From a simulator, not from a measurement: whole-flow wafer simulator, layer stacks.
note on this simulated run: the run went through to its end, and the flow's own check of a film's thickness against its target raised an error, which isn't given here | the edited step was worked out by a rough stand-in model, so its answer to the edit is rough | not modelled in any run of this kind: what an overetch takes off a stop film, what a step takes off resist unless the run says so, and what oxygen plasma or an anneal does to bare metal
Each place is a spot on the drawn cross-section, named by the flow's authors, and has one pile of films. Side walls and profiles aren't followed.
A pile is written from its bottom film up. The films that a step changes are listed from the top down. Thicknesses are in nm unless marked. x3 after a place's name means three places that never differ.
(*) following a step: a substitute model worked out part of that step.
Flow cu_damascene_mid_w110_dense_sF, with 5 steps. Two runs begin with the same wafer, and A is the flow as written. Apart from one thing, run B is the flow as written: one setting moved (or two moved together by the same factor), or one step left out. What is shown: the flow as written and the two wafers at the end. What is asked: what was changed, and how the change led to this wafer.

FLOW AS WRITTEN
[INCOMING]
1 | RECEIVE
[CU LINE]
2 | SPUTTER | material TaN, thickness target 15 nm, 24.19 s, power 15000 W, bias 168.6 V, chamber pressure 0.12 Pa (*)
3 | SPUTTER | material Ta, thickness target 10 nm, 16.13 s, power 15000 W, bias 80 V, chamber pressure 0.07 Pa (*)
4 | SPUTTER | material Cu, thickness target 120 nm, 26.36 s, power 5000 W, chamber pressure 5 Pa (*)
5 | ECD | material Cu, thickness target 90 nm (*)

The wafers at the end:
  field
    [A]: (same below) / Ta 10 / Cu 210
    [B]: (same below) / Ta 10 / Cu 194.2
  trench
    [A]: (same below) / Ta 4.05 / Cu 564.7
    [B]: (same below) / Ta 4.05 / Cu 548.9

The reason: step 5, ECD: thickness target 74.2 nm was run, while the flow as written has thickness target 90 nm.

The path from the change to this, step by step:
  5 | ECD | material Cu, thickness target 90 nm (*)
      field: A Cu gains 90 | B Cu gains 74.2
      trench: A Cu gains 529 | B Cu gains 513.2
